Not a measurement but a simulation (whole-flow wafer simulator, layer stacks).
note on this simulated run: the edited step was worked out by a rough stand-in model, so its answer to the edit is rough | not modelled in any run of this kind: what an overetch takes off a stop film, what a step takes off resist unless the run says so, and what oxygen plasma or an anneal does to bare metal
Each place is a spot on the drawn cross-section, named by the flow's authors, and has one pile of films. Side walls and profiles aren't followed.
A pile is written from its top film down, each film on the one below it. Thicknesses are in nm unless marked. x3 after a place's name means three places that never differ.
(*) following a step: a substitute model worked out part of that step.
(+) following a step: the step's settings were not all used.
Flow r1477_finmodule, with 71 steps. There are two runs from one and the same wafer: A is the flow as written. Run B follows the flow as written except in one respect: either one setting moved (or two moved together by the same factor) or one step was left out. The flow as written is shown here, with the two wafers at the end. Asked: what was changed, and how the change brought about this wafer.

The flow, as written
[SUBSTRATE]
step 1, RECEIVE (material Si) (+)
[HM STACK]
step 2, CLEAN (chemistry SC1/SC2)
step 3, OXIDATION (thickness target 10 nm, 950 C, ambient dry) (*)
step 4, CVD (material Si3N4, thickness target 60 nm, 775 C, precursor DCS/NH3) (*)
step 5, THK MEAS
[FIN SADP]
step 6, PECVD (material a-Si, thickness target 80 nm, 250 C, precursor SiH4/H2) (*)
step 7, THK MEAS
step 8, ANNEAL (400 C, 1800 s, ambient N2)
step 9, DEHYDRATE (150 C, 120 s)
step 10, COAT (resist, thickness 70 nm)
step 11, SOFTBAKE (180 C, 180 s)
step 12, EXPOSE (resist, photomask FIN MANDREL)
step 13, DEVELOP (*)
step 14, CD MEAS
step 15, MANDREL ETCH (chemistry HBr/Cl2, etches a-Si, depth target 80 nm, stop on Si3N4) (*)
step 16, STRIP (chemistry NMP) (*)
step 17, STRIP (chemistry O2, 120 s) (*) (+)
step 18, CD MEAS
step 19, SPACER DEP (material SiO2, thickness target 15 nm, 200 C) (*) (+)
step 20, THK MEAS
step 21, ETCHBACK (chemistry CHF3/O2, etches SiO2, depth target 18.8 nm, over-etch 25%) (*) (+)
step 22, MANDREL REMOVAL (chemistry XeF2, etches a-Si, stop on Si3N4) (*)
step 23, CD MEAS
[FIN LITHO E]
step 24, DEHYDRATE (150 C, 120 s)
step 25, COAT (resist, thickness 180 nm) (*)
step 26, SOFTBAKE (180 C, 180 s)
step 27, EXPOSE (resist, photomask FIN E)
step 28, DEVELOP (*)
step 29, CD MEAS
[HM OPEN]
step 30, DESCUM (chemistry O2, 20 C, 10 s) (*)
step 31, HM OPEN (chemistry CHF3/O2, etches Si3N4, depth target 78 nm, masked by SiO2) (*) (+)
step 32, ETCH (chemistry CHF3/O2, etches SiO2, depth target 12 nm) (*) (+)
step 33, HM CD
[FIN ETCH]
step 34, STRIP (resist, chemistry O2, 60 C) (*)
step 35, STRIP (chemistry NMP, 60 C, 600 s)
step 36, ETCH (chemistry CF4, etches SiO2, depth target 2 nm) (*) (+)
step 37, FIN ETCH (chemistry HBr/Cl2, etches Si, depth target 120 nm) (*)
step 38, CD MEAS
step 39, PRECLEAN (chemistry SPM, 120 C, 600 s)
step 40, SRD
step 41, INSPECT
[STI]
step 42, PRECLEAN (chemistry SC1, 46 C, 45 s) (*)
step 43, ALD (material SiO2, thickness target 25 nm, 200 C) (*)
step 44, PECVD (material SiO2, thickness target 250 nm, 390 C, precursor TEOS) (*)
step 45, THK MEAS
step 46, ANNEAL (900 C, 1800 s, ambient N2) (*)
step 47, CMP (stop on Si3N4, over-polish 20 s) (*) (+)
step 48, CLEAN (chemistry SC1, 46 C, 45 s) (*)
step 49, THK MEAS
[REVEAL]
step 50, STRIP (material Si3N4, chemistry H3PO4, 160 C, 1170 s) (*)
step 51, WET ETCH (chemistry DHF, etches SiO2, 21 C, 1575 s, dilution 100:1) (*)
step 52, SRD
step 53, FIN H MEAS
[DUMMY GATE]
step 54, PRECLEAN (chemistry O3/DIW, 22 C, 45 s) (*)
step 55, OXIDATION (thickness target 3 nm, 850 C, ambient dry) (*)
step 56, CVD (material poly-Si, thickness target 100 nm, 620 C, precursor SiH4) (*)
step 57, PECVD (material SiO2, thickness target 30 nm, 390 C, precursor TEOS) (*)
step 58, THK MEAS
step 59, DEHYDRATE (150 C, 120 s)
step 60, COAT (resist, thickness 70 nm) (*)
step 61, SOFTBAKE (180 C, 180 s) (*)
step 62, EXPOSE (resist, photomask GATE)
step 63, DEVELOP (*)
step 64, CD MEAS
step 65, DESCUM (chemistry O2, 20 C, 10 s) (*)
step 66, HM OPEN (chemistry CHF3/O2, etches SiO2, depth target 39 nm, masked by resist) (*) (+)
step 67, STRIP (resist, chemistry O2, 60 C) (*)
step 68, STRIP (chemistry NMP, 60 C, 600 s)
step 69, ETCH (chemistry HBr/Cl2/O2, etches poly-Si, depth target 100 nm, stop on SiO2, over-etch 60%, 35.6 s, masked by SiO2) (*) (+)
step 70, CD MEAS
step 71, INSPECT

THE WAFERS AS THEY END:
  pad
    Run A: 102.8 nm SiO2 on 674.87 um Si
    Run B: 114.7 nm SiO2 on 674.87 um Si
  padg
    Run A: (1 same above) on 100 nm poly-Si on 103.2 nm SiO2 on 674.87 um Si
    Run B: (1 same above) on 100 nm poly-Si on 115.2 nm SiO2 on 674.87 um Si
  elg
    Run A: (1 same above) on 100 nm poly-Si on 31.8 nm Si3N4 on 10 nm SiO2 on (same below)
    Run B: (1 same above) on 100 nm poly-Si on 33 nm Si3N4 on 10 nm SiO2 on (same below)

Cause: step 51, WET ETCH: 17.37 C was run, though the flow has 21 C.

The path from the change to this, step by step:
  step 51, WET ETCH (chemistry DHF, etches SiO2, 21 C, 1575 s, dilution 100:1) (*)
      pad, padg, e40sg and 12 more: A SiO2 loses 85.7 | B SiO2 loses 73.7
      elg, e40lg, e100lg, e200lg, elo, e40lo, e100lo, e200lo: A SiO2 loses 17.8 (all of it), Si3N4 loses 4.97 | B SiO2 loses 17.8 (all of it), Si3N4 loses 3.69
      (and at 7 other places as well)
  step 56, CVD (material poly-Si, thickness target 100 nm, 620 C, precursor SiH4) (*)
      s40cg, s40co: A poly-Si gains 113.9 (new film) | B poly-Si gains 102.9 (new film)
      s45cg, s45co: A poly-Si gains 113.4 (new film) | B poly-Si gains 102.4 (new film)
      (and at 3 other places as well)
  step 60, COAT (resist, thickness 70 nm) (*)
      e40sg, eso, e40so: A resist gains 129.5 (new film) | B resist gains 119.4 (new film)
      e100sg, e100so: A resist gains 129.4 (new film) | B resist gains 119.3 (new film)
      (and at 8 other places as well)
  step 63, DEVELOP (*)
      eso, e40so: A resist loses 129.5 (all of it) | B resist loses 119.4 (all of it)
      e100so: A resist loses 129.4 (all of it) | B resist loses 119.3 (all of it)
      (and at 4 other places as well)
  step 67, STRIP (resist, chemistry O2, 60 C) (*)
      e40sg: A resist loses 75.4 (all of it) | B resist loses 65.2 (all of it)
      e100sg: A resist loses 75.3 (all of it) | B resist loses 65.2 (all of it)
      (and at 4 other places as well)
  step 69, ETCH (chemistry HBr/Cl2/O2, etches poly-Si, depth target 100 nm, stop on SiO2, over-etch 60%, 35.6 s, masked by SiO2) (*) (+)
      s40co: A chemical SiO2 loses 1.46 (all of it), poly-Si loses 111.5 (all of it), SiO2 loses 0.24 | B chemical SiO2 loses 1.4 (all of it), poly-Si loses 100.5 (all of it), SiO2 loses 0.3
      s45co: A chemical SiO2 loses 1.46 (all of it), poly-Si loses 110.9 (all of it), SiO2 loses 0.25 | B chemical SiO2 loses 1.4 (all of it), poly-Si loses 99.9 (all of it), SiO2 loses 0.3
      (and at 1 other place as well)
